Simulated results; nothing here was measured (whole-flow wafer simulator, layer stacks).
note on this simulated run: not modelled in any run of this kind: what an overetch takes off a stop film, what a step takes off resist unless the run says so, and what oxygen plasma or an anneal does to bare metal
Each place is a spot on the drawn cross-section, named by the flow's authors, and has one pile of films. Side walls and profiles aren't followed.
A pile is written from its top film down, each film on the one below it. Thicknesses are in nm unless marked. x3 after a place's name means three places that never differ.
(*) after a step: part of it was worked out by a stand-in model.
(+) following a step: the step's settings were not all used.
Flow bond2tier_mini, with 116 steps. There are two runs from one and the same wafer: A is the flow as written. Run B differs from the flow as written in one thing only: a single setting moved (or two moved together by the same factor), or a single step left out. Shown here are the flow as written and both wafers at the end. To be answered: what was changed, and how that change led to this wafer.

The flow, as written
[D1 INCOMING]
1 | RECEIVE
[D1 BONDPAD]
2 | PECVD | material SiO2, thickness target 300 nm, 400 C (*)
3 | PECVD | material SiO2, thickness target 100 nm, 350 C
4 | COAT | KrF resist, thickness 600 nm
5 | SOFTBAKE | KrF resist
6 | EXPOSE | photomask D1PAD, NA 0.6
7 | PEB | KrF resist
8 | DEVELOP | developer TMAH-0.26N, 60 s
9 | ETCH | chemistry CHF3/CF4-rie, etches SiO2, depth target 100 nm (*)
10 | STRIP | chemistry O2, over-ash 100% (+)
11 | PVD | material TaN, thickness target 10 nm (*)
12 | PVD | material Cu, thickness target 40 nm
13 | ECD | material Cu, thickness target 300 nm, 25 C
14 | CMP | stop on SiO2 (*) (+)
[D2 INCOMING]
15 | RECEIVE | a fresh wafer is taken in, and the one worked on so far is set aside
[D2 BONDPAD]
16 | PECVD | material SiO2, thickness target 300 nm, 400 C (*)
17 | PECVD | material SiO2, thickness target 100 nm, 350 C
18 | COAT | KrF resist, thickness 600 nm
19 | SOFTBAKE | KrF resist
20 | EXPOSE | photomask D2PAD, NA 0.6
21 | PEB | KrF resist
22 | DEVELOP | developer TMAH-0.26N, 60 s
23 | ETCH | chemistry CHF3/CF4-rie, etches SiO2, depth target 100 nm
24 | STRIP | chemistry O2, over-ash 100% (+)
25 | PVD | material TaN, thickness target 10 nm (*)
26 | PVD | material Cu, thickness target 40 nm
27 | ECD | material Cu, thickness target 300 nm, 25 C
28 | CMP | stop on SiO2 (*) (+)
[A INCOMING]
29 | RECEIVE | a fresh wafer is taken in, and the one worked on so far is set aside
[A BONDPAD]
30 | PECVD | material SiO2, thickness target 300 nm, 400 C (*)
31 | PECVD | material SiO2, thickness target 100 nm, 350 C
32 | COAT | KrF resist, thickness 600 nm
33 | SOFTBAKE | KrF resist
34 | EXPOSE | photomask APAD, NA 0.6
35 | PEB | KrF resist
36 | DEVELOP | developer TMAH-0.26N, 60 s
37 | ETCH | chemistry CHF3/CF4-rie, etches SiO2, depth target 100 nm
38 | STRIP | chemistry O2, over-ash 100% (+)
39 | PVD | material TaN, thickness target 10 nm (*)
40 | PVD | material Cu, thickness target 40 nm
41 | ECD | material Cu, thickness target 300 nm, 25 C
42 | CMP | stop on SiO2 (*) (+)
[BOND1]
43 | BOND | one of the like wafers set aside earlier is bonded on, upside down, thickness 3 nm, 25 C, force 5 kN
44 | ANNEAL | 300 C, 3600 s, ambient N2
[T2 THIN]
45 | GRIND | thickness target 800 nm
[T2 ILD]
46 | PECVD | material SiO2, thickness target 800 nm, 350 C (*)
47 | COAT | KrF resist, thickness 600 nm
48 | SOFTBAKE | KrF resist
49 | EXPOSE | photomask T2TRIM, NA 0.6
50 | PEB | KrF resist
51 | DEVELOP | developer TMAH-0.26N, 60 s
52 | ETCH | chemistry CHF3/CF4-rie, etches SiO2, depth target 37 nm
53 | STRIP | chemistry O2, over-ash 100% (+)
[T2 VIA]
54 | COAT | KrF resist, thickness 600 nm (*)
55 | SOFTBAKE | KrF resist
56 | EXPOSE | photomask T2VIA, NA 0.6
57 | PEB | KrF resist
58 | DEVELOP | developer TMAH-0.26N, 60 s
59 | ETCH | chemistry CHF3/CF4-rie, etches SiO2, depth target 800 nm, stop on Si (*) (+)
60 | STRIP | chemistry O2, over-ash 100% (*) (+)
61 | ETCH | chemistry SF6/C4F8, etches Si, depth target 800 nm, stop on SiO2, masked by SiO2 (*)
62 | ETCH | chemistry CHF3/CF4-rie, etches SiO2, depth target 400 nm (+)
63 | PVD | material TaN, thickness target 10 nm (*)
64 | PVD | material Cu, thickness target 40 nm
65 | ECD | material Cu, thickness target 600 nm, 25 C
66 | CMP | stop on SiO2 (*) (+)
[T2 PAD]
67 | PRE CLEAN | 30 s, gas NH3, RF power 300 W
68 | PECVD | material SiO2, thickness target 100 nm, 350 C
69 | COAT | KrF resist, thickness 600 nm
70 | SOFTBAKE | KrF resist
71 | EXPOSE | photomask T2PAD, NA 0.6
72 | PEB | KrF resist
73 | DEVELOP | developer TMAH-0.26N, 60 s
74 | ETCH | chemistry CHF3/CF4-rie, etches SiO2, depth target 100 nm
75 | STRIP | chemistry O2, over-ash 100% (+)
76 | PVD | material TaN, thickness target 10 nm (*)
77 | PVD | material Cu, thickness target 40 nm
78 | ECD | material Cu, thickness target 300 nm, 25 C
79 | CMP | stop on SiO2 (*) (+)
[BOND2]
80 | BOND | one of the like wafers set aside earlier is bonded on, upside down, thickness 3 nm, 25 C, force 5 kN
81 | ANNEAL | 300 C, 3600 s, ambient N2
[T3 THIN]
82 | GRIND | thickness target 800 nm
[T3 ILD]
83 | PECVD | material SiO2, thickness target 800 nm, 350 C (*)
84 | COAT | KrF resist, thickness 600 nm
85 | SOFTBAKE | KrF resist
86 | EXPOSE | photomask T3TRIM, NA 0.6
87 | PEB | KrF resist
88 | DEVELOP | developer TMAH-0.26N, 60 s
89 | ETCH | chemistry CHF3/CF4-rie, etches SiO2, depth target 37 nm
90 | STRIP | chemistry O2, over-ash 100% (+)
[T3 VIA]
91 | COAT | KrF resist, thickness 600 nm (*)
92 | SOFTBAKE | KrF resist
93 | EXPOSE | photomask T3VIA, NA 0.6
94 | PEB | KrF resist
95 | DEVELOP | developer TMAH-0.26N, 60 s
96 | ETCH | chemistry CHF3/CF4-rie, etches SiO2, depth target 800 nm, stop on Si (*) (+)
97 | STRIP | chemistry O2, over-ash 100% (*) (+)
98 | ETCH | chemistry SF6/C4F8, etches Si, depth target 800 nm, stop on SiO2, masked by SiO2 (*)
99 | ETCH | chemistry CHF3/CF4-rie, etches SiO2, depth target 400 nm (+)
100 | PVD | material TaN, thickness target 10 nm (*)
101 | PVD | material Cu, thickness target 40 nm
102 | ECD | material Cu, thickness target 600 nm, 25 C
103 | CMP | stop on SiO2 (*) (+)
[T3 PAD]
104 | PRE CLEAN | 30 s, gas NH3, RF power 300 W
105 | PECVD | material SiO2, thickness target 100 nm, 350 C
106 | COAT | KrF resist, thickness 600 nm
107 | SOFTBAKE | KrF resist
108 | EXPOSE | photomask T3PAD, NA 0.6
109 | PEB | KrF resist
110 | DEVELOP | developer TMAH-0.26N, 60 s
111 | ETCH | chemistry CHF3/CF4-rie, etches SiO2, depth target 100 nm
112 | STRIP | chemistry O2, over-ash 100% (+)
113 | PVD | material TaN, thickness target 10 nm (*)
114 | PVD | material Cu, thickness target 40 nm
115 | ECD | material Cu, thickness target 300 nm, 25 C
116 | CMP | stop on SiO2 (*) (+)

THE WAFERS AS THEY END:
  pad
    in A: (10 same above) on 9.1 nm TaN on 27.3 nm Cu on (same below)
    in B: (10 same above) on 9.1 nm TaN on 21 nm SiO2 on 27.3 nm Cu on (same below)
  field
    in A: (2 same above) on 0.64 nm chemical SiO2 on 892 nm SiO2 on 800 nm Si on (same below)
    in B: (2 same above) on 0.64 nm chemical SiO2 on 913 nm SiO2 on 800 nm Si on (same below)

What caused this: step 68, PECVD: thickness target 121 nm was run, while the flow as written has thickness target 100 nm.

Step by step, how the change led to this:
  68 | PECVD | material SiO2, thickness target 100 nm, 350 C
      field: A +100 SiO2 | B +121 SiO2
      pad: A +100 SiO2 (new film) | B +121 SiO2 (new film)
  74 | ETCH | chemistry CHF3/CF4-rie, etches SiO2, depth target 100 nm
      pad: A -100 SiO2 (all of it) | B -100 SiO2
If metal films that touch count as one body, pad has 4 bodies (between them, from the top down: SiO2 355 / Si 800 / chemical SiO2 0.64 / SiO2 300; SiO2 21; SiO2 355 / Si 800 / chemical SiO2 0.64 / SiO2 300); the flow as written gives 3 bodies (between them, from the top down: SiO2 355 / Si 800 / chemical SiO2 0.64 / SiO2 300; SiO2 355 / Si 800 / chemical SiO2 0.64 / SiO2 300).
